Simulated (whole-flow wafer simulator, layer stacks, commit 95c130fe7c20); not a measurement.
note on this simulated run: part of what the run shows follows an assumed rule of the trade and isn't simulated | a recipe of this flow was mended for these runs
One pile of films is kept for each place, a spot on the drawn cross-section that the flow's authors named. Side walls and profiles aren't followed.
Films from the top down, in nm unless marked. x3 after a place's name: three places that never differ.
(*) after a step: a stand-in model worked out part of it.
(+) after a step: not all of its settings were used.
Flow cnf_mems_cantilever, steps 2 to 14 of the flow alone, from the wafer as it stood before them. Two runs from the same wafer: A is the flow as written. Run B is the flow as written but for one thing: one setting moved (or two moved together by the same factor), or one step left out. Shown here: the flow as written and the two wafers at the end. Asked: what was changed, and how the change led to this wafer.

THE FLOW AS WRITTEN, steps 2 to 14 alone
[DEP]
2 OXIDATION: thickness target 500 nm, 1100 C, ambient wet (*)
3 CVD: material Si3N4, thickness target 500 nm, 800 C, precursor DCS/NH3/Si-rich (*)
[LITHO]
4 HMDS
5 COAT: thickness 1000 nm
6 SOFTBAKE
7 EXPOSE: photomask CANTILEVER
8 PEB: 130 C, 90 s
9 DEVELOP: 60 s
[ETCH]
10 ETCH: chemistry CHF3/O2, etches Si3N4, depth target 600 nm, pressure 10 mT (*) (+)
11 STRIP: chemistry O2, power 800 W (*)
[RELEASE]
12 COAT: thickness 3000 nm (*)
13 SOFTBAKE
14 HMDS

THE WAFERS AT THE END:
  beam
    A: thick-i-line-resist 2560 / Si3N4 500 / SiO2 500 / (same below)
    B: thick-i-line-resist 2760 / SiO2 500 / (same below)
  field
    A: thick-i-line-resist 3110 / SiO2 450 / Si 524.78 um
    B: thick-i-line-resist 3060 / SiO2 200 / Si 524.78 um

The cause: step 3, CVD: 320 C was run, where the flow has 800 C.

How the change led to this, step by step:
  3 CVD: material Si3N4, thickness target 500 nm, 800 C, precursor DCS/NH3/Si-rich (*)
      field, beam: A Si3N4 +500 (new film) | B nothing
  10 ETCH: chemistry CHF3/O2, etches Si3N4, depth target 600 nm, pressure 10 mT (*) (+)
      field: A Si3N4 -500 (all of it), SiO2 -50 | B SiO2 -300
  12 COAT: thickness 3000 nm (*)
      beam: A thick-i-line-resist +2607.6 (new film) | B thick-i-line-resist +2783.7 (new film)
  13 SOFTBAKE
      field: A thick-i-line-resist +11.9 | B thick-i-line-resist +5.93
      beam: A thick-i-line-resist -47.6 | B thick-i-line-resist -23.7
